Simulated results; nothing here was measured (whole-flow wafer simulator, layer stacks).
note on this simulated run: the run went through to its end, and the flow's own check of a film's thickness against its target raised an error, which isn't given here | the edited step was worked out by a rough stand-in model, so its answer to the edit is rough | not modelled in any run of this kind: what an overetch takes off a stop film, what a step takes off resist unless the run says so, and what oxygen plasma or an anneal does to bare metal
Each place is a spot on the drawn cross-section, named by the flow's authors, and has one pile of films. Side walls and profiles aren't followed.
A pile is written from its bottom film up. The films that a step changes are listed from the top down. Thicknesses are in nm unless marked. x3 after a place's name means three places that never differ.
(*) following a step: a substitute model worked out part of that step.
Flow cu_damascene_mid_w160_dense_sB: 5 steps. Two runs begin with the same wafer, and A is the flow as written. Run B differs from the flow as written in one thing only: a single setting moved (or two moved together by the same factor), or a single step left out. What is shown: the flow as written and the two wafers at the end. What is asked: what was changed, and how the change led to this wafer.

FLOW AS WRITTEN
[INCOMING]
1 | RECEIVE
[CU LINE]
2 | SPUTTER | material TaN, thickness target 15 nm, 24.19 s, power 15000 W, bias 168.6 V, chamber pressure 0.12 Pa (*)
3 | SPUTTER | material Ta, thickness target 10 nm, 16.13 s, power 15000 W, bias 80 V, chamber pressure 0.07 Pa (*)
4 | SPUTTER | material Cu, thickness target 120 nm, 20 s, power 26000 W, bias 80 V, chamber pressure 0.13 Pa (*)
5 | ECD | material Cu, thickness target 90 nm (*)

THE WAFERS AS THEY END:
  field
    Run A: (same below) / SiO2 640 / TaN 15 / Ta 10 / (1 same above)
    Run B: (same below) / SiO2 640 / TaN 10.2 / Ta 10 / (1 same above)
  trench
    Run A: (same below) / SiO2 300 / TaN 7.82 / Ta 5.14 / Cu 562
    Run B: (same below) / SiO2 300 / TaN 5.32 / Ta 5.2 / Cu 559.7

The reason: step 2, SPUTTER: thickness target 10.2 nm was run, though the flow has thickness target 15 nm; step 2, SPUTTER: 16.4 s was run, where the flow has 24.19 s.
The wafer itself shows it: field has TaN 10.2, and step 2 as written asks for 15 nm.

Step by step, how the change led to this:
  2 | SPUTTER | material TaN, thickness target 15 nm, 24.19 s, power 15000 W, bias 168.6 V, chamber pressure 0.12 Pa (*)
      field: A TaN gains 15 (new film) | B TaN gains 10.2 (new film)
      trench: A TaN gains 7.82 (new film) | B TaN gains 5.32 (new film)
